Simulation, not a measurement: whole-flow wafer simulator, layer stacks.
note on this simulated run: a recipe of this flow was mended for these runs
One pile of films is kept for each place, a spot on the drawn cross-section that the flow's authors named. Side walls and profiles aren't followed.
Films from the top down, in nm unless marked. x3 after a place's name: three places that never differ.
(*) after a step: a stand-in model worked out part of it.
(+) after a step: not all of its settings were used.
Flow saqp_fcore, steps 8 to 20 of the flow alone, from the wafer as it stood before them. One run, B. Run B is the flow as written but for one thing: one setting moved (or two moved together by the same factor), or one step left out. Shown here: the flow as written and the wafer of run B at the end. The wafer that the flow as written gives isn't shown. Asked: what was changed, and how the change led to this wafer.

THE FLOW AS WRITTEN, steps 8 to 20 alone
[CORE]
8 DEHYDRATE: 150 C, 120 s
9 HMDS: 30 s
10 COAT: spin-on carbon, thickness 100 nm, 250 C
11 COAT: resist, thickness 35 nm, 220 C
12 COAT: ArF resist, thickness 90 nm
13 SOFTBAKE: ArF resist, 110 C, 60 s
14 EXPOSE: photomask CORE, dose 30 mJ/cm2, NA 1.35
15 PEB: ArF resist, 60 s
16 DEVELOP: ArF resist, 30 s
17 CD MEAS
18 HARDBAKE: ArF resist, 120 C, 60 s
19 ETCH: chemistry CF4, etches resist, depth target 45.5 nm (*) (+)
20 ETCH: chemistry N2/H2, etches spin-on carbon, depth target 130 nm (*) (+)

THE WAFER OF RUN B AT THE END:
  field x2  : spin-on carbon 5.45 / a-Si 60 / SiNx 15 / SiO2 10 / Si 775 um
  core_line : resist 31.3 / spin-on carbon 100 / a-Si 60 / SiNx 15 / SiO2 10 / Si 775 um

The cause: step 20, ETCH: depth target 89.3 nm was run, where the flow has depth target 130 nm.

How the change led to this, step by step:
  20 ETCH: chemistry N2/H2, etches spin-on carbon, depth target 130 nm (*) (+)
      field x2: spin-on carbon -89.3 (as written it would be: spin-on carbon -94.8 (all of it), a-Si -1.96)
      core_line: ArF resist -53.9 (all of it), resist -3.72 (as written it would be: ArF resist -53.9 (all of it), resist -6.44)
